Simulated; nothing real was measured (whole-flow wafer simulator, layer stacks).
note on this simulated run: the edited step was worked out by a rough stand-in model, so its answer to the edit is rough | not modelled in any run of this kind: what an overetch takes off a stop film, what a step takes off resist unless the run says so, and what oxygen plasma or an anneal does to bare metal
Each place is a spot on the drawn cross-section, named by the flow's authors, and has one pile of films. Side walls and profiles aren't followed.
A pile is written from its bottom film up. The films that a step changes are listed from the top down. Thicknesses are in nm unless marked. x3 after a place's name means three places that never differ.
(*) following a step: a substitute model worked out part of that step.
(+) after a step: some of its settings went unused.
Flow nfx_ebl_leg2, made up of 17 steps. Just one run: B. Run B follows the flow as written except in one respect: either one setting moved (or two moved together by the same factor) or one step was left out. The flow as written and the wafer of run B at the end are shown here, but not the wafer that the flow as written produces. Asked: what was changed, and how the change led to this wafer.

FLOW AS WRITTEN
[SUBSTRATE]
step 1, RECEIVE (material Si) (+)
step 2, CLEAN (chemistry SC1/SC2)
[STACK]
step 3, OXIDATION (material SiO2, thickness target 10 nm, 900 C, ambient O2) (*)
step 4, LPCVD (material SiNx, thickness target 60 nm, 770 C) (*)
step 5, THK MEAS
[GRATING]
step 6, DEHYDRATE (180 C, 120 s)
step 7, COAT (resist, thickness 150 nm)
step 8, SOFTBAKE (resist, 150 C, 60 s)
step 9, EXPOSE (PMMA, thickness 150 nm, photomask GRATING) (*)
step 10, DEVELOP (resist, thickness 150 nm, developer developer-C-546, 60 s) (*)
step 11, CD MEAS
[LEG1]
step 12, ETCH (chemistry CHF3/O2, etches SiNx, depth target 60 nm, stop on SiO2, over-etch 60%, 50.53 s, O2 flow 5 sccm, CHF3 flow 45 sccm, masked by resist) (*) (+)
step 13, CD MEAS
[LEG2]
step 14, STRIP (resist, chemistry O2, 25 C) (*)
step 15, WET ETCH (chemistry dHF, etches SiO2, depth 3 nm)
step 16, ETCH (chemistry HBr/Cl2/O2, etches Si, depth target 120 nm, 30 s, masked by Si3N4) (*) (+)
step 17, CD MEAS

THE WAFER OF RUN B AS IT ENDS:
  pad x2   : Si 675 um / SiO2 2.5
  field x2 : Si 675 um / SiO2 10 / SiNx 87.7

Cause: step 4, LPCVD: thickness target 94.5 nm was run, while the flow as written has thickness target 60 nm.

The path from the change to this, step by step:
  step 4, LPCVD (material SiNx, thickness target 60 nm, 770 C) (*)
      field x2, pad x2: +94.5 SiNx (new film) (in the flow as written it would be: +60 SiNx (new film))
  step 12, ETCH (chemistry CHF3/O2, etches SiNx, depth target 60 nm, stop on SiO2, over-etch 60%, 50.53 s, O2 flow 5 sccm, CHF3 flow 45 sccm, masked by resist) (*) (+)
      pad x2: -94.5 SiNx (all of it), -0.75 SiO2 (in the flow as written it would be: -60 SiNx (all of it), -10 SiO2 (all of it))
  step 14, STRIP (resist, chemistry O2, 25 C) (*)
      pad x2: nothing (in the flow as written it would be: +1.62 chemical SiO2 (new film), -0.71 Si)
  step 15, WET ETCH (chemistry dHF, etches SiO2, depth 3 nm)
      pad x2: -3 SiO2 (in the flow as written it would be: -1.62 chemical SiO2 (all of it))
  step 16, ETCH (chemistry HBr/Cl2/O2, etches Si, depth target 120 nm, 30 s, masked by Si3N4) (*) (+)
      pad x2: -3.75 SiO2 (in the flow as written it would be: -120 Si)
